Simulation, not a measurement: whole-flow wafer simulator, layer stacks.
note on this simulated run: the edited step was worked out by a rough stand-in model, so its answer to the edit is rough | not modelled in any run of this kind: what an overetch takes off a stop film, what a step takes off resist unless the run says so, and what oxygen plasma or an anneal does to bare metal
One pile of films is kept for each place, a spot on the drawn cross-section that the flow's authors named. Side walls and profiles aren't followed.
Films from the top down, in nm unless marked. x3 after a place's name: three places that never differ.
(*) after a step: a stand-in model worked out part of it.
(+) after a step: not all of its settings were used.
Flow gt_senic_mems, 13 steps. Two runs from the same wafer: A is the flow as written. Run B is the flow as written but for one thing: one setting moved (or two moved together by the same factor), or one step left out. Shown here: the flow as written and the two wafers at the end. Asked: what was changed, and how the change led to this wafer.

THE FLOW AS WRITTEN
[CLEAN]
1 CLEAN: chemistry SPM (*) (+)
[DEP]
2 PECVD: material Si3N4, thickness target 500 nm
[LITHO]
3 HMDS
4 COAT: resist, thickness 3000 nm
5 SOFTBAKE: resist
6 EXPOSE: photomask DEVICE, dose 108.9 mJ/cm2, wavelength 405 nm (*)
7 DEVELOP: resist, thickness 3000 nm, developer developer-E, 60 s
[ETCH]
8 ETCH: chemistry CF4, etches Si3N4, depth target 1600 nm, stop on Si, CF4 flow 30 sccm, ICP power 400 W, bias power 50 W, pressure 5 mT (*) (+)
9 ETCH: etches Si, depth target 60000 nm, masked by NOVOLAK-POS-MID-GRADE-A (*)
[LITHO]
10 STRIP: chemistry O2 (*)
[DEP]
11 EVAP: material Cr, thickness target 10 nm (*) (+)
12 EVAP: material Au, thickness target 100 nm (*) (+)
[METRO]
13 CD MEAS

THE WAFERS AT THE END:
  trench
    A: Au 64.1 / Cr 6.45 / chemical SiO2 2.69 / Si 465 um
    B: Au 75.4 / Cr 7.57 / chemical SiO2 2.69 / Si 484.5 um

The cause: step 9, ETCH: depth target 40500 nm was run, where the flow has depth target 60000 nm.

How the change led to this, step by step:
  9 ETCH: etches Si, depth target 60000 nm, masked by NOVOLAK-POS-MID-GRADE-A (*)
      field: A resist -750 | B resist -506.2
      trench: A Si -60 um | B Si -40.5 um
  10 STRIP: chemistry O2 (*)
      field: A resist -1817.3 (all of it) | B resist -2061.1 (all of it)
  11 EVAP: material Cr, thickness target 10 nm (*) (+)
      trench: A Cr +6.45 (new film) | B Cr +7.57 (new film)
  12 EVAP: material Au, thickness target 100 nm (*) (+)
      trench: A Au +64.1 (new film) | B Au +75.4 (new film)
